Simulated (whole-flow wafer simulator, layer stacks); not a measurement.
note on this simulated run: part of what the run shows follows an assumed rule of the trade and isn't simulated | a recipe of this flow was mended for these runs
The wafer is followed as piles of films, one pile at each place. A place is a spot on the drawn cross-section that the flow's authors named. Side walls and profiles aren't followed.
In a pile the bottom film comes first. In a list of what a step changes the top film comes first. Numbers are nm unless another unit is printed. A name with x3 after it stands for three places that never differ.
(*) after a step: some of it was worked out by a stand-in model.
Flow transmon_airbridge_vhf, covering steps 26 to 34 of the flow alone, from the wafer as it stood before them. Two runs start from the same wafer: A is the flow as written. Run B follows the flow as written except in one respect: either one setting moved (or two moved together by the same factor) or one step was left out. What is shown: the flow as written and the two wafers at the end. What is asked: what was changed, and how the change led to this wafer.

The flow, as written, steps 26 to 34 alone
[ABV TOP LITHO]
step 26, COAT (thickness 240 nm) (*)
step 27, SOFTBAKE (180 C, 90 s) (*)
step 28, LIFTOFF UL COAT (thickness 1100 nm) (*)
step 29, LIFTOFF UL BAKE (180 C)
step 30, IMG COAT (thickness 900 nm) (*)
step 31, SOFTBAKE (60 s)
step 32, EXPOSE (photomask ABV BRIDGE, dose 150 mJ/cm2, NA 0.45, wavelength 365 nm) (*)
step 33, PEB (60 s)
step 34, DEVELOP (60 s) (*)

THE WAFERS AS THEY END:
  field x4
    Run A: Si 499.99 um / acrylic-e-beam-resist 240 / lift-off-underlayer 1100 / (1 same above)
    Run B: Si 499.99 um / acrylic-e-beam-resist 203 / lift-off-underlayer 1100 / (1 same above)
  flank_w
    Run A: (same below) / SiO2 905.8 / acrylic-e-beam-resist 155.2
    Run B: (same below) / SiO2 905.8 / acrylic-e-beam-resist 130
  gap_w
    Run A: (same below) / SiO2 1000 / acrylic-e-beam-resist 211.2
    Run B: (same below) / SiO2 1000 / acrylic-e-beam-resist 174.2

What caused this: step 26, COAT: thickness 203 nm was run, though the flow has thickness 240 nm.
One can read it off the wafer: field x4 has acrylic-e-beam-resist 203, and step 26 as written asks for 240 nm.

The path from the change to this, step by step:
  step 26, COAT (thickness 240 nm) (*)
      field x4, trace_open_s x2: A acrylic-e-beam-resist gains 240 (new film) | B acrylic-e-beam-resist gains 203 (new film)
      flank_w, flank_e: A acrylic-e-beam-resist gains 155.2 (new film) | B acrylic-e-beam-resist gains 130 (new film)
      (also at 9 further places)
